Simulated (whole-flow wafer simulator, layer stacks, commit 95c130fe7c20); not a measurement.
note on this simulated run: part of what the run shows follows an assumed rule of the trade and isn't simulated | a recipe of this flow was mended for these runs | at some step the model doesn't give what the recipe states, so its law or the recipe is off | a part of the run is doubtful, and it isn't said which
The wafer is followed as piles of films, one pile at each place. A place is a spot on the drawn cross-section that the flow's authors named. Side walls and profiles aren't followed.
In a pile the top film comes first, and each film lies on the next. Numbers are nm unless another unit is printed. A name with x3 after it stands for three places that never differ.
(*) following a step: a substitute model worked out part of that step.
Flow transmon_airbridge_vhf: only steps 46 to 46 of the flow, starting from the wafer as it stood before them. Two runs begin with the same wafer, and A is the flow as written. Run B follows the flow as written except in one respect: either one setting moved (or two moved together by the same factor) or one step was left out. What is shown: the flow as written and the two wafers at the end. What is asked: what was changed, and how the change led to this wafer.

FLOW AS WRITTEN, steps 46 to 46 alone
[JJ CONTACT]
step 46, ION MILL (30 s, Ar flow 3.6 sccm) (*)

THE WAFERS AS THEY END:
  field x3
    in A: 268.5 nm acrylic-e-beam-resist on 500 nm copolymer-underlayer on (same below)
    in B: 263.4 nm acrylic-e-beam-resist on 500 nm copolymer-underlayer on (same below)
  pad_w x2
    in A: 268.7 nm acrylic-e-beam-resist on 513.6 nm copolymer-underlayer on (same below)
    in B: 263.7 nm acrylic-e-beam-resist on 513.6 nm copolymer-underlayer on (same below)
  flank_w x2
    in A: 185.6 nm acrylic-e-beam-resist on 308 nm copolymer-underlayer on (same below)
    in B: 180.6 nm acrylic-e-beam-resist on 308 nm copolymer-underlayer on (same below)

The reason: step 46, ION MILL: 39 s was run, though the flow has 30 s.

Step by step, how the change led to this:
  step 46, ION MILL (30 s, Ar flow 3.6 sccm) (*)
      field x3, ground_far x3, pad_w x2, flank_w x2, gap_w x2, cpw_trace, margin_s x2, bridge_strip: A acrylic-e-beam-resist loses 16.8 | B acrylic-e-beam-resist loses 21.8
      jj_line: A Si loses 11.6 | B Si loses 15.1
